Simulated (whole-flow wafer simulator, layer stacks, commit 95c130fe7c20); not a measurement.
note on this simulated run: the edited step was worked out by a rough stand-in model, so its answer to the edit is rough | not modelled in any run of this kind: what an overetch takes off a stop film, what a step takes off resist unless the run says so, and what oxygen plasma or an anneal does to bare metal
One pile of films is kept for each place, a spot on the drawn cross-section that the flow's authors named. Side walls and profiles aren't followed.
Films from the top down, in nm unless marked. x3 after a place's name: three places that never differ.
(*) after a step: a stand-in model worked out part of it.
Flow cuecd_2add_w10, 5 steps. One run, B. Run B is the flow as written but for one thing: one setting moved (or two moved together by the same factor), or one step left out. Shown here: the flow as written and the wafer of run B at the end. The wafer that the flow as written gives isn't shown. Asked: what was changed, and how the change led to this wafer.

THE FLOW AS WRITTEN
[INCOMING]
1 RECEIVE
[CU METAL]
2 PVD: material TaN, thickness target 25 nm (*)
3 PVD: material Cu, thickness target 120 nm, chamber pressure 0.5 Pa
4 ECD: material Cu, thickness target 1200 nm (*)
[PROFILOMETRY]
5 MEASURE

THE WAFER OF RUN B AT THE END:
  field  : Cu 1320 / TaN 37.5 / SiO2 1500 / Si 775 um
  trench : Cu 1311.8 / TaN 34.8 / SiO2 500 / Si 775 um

The cause: step 2, PVD: thickness target 37.5 nm was run, where the flow has thickness target 25 nm.
It can be read off the wafer: field has TaN 37.5, and step 2 as written asks for 25 nm.

How the change led to this, step by step:
  2 PVD: material TaN, thickness target 25 nm (*)
      field: TaN +37.5 (new film) (as written it would be: TaN +25 (new film))
      trench: TaN +34.8 (new film) (as written it would be: TaN +23.2 (new film))
